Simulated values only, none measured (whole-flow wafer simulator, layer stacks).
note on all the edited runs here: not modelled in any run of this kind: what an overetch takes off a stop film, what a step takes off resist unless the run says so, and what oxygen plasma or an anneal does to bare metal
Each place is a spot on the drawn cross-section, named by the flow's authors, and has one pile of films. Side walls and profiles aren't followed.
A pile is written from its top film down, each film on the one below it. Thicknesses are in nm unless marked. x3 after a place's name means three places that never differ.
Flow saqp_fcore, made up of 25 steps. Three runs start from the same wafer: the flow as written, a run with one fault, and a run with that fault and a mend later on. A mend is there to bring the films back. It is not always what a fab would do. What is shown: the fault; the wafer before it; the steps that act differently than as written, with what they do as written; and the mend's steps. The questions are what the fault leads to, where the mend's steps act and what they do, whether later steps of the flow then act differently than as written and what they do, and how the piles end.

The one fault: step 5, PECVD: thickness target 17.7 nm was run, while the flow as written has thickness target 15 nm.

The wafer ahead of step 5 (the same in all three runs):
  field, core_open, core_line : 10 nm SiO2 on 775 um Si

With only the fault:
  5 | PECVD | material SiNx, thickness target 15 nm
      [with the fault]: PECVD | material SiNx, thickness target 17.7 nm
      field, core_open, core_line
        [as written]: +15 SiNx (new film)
        [with the fault]: +17.7 SiNx (new film)
  None of the later steps of the flow acts differently than as written at any place that is followed.
  At field, core_open, core_line, the piles at the end differ from the flow's by more than 2% or 0.5 nm, whichever is larger.
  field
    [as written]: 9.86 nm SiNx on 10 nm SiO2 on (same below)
    [with the fault]: 12.6 nm SiNx on 10 nm SiO2 on (same below)
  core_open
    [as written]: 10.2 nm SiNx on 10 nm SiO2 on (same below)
    [with the fault]: 12.9 nm SiNx on 10 nm SiO2 on (same below)
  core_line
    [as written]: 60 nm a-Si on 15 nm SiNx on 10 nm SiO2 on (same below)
    [with the fault]: 60 nm a-Si on 17.7 nm SiNx on 10 nm SiO2 on (same below)

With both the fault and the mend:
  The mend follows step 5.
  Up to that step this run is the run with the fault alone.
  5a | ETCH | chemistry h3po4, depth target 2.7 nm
      field, core_open, core_line
        -2.7 SiNx
  None of the later steps of the flow acts differently than as written at any place that is followed.
  By the end, the piles equal the flow's at every place that both follow.
